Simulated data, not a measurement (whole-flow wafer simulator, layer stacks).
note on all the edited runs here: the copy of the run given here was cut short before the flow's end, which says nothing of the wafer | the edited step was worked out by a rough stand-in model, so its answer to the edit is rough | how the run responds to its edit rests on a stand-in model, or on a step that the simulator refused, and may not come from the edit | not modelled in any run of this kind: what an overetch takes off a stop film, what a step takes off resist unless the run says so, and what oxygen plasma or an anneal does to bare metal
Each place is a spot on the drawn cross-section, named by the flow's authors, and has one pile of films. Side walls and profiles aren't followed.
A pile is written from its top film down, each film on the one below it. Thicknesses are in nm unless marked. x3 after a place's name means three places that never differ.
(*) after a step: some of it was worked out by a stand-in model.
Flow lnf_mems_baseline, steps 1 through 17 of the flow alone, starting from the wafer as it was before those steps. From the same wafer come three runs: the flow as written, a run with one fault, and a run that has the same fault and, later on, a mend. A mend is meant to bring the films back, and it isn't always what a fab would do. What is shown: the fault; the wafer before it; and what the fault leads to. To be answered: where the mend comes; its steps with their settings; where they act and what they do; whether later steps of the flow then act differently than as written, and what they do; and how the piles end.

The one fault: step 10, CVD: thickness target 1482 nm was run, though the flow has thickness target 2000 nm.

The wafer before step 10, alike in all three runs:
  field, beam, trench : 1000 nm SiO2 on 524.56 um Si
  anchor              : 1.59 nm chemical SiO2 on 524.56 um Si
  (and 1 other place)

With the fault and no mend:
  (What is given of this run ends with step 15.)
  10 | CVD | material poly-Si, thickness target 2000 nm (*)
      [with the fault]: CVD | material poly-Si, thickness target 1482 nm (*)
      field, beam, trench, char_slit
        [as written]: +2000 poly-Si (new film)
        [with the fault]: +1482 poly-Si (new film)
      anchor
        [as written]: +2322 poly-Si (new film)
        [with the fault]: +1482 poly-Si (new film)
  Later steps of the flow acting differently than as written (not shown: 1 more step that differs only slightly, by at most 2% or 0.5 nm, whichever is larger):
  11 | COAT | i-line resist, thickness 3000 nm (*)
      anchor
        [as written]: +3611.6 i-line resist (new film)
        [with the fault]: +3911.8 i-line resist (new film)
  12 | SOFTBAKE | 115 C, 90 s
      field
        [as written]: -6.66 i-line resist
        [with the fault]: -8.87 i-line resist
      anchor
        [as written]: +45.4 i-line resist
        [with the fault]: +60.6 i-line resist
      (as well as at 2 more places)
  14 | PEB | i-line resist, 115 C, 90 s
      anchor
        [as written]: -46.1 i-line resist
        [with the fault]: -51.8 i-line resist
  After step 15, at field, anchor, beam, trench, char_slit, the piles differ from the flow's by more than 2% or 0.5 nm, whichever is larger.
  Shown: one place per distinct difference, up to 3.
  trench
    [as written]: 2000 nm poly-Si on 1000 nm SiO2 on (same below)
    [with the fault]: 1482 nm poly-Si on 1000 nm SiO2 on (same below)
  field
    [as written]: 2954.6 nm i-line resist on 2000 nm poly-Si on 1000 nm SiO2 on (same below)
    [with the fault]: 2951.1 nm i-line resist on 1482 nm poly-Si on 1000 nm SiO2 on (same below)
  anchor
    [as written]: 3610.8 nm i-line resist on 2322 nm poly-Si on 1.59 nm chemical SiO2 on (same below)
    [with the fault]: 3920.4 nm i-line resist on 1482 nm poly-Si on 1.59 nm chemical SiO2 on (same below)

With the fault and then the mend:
  The mend stands after step 10.
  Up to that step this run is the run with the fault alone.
  10a | ETCH | chemistry tmah, depth target 1910 nm
      field, anchor, beam, trench, char_slit
        -1482 poly-Si (all of it)
  10b | CLEAN | chemistry SC1/SC2 (the flow's step 1 again)
      leaves every film unchanged at each place that is followed
  10c | CVD | material poly-Si, thickness target 2000 nm (*) (the flow's step 10 again)
      field, beam, trench, char_slit
        +2000 poly-Si (new film)
      anchor
        +2322 poly-Si (new film)
  None of the later steps of the flow acts differently than as written at any place that is followed.
  At every place that both follow, the piles at the end match the flow's.
